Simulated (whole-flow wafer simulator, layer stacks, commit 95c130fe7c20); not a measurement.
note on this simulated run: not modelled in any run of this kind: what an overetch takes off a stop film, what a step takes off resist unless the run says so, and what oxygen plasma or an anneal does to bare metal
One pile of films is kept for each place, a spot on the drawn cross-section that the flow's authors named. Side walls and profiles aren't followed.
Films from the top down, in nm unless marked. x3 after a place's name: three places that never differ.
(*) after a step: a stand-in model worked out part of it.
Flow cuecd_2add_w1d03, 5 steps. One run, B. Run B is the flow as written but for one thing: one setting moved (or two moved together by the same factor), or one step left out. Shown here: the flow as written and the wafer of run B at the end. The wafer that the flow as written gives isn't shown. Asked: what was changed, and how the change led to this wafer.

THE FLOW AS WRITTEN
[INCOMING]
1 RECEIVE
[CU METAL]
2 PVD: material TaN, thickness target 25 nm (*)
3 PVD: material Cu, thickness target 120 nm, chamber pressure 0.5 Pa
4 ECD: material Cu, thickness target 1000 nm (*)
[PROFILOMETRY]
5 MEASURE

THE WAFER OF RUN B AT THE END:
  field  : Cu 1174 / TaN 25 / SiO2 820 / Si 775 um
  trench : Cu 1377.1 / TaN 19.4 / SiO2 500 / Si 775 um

The cause: step 3, PVD: thickness target 174 nm was run, where the flow has thickness target 120 nm.

How the change led to this, step by step:
  3 PVD: material Cu, thickness target 120 nm, chamber pressure 0.5 Pa
      field: Cu +174 (new film) (as written it would be: Cu +120 (new film))
      trench: Cu +135.4 (new film) (as written it would be: Cu +93.4 (new film))
